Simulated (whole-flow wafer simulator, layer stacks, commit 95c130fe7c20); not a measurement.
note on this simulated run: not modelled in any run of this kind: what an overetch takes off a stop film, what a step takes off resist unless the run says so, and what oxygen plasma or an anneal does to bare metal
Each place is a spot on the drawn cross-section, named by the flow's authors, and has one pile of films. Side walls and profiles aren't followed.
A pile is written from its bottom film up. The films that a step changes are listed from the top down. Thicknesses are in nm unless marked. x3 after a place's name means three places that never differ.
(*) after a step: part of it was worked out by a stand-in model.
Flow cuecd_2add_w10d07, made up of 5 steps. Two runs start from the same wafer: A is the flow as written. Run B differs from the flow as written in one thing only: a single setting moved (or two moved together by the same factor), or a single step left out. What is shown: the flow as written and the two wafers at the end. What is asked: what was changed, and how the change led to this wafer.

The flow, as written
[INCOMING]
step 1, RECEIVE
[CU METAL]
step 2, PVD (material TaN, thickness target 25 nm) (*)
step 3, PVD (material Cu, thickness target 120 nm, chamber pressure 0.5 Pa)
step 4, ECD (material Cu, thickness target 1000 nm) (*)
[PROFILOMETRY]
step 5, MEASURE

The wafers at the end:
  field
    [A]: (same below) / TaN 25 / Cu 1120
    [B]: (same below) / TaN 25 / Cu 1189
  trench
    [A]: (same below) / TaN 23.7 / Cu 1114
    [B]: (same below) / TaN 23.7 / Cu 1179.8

Cause: step 3, PVD: thickness target 189 nm was run, while the flow as written has thickness target 120 nm.

The path from the change to this, step by step:
  step 3, PVD (material Cu, thickness target 120 nm, chamber pressure 0.5 Pa)
      field: A +120 Cu (new film) | B +189 Cu (new film)
      trench: A +114 Cu (new film) | B +179.8 Cu (new film)
